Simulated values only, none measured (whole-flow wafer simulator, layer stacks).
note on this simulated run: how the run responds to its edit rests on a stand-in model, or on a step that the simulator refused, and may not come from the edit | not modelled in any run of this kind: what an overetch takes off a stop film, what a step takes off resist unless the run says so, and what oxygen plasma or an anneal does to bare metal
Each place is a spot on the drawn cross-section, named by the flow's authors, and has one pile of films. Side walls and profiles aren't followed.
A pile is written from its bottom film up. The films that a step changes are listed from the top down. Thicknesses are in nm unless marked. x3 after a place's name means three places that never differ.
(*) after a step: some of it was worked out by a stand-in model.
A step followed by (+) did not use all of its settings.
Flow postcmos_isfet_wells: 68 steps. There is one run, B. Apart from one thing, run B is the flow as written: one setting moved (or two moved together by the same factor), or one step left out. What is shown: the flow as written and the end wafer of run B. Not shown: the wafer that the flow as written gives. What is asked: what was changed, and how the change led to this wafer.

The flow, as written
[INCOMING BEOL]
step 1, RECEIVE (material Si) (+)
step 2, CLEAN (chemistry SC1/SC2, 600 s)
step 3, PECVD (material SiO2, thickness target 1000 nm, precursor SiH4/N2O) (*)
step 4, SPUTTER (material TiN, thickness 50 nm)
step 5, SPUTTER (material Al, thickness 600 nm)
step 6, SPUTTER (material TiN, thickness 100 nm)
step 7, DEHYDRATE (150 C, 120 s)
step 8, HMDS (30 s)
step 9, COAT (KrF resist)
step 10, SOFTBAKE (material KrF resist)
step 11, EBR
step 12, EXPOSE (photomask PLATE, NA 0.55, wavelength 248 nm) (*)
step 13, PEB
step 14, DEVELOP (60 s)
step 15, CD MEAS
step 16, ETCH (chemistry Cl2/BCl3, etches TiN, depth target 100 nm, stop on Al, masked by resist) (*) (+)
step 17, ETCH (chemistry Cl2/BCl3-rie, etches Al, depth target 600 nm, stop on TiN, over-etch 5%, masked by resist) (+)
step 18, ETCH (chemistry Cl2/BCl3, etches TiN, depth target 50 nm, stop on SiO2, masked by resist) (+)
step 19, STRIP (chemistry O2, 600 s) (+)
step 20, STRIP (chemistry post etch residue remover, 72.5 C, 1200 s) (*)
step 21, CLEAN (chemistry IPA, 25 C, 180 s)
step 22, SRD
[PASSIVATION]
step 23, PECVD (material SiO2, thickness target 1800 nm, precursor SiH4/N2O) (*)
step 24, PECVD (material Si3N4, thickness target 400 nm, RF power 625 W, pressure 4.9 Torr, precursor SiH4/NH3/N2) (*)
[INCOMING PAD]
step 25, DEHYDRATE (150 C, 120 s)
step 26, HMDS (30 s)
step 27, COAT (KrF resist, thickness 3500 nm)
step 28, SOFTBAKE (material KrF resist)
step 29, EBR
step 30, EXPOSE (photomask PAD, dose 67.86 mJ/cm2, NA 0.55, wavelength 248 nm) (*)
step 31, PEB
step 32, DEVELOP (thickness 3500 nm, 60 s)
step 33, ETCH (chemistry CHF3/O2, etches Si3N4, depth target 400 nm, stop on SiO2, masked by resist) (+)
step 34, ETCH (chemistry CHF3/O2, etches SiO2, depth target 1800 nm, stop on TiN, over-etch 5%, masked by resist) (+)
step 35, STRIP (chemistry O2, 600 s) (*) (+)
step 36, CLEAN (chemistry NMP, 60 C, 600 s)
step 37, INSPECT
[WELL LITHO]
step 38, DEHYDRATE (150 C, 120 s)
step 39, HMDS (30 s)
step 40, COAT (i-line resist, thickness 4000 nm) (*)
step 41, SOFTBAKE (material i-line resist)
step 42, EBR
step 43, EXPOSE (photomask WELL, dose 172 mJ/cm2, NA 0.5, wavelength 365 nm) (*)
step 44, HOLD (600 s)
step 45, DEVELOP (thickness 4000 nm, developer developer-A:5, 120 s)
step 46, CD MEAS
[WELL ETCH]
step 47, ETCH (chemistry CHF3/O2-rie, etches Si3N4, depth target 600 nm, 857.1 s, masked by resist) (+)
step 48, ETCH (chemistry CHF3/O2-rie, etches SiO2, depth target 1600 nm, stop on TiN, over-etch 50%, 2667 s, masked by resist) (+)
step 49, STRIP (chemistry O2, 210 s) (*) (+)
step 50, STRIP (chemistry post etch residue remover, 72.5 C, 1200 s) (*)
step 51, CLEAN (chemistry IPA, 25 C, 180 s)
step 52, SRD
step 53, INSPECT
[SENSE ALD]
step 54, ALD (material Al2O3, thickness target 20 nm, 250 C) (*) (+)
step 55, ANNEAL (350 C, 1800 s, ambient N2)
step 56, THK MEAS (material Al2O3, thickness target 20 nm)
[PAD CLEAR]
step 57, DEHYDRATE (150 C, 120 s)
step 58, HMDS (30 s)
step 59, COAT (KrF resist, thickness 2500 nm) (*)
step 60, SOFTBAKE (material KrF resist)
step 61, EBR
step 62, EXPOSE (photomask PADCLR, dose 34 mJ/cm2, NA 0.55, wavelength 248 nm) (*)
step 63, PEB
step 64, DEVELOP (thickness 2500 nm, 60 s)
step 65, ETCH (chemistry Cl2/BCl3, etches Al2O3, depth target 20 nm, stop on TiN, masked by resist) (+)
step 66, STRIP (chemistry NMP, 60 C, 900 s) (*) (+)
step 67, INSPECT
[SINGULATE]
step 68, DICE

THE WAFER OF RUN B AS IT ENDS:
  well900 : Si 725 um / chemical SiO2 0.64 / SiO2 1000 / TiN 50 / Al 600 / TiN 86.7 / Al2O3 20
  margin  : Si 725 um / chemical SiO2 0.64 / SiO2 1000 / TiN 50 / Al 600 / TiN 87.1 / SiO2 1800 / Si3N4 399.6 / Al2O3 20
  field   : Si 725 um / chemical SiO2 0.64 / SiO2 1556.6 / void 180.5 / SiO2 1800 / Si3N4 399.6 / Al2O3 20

The reason: step 6, SPUTTER: thickness 87.5 nm was run, whereas the flow has thickness 100 nm.

Step by step, how the change led to this:
  step 6, SPUTTER (material TiN, thickness 100 nm)
      field, margin, well900, well1300 x3, pad_rim, pad_clr, pad_open: TiN gains 87.5 (new film) (as written it would have been: TiN gains 100 (new film))
  step 16, ETCH (chemistry Cl2/BCl3, etches TiN, depth target 100 nm, stop on Al, masked by resist) (*) (+)
      field: TiN loses 87.5 (all of it) (as written it would have been: TiN loses 100 (all of it))
  step 23, PECVD (material SiO2, thickness target 1800 nm, precursor SiH4/N2O) (*)
      field: SiO2 gains 1800 (new film), void gains 180.5 (new film), SiO2 gains 556.6 (as written it would have been: SiO2 gains 1800 (new film), void gains 189.9 (new film), SiO2 gains 559.7)
